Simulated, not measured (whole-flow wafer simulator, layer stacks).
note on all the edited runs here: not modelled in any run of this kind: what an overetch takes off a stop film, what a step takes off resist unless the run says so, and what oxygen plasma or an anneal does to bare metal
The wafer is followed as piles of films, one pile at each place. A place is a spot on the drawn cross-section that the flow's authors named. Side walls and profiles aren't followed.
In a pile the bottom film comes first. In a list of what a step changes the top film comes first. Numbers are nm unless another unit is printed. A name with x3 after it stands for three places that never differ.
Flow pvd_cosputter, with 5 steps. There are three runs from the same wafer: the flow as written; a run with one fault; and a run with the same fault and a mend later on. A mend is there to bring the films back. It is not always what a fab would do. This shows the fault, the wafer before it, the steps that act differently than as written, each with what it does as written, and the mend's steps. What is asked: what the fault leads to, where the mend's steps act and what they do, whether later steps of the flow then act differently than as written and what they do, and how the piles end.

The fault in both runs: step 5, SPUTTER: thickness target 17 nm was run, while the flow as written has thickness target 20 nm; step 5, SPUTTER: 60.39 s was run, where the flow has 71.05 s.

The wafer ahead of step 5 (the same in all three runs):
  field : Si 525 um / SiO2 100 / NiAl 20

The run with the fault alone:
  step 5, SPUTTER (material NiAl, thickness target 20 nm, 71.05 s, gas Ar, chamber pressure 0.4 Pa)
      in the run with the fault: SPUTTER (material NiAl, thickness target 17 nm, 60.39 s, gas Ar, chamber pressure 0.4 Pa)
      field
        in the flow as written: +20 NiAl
        in the run with the fault: +17 NiAl
  Every later step of the flow that is run acts as written at every place that is followed.
  At field, the piles at the end differ from the flow's by more than 2% or 0.5 nm, whichever is larger.
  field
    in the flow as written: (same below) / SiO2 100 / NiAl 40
    in the run with the fault: (same below) / SiO2 100 / NiAl 37

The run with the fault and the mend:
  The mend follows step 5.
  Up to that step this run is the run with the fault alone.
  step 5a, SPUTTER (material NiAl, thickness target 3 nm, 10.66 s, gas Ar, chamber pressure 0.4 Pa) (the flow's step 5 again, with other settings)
      field
        +3 NiAl
  Every later step of the flow that is run acts as written at every place that is followed.
  The piles end the same as the flow's at every place that both follow.
